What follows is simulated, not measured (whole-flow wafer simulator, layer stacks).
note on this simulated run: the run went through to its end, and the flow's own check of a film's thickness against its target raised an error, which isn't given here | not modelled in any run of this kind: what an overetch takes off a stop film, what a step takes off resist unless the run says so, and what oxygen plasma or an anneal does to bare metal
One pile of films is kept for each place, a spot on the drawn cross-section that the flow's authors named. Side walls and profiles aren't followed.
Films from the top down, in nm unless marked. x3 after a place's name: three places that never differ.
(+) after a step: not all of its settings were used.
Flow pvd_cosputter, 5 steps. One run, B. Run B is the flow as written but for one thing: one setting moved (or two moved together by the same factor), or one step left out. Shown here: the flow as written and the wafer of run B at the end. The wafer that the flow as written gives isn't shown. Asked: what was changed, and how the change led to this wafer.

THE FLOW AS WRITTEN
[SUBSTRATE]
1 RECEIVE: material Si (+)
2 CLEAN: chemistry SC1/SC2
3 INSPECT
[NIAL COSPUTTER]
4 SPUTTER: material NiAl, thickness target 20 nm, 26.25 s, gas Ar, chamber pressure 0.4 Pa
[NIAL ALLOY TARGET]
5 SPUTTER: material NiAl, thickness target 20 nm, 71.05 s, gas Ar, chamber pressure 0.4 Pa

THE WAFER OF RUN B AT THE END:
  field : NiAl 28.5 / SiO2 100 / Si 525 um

The cause: step 5, SPUTTER: thickness target 8.5 nm was run, where the flow has thickness target 20 nm; step 5, SPUTTER: 30.2 s was run, where the flow has 71.05 s.

How the change led to this, step by step:
  5 SPUTTER: material NiAl, thickness target 20 nm, 71.05 s, gas Ar, chamber pressure 0.4 Pa
      field: NiAl +8.5 (as written it would be: NiAl +20)
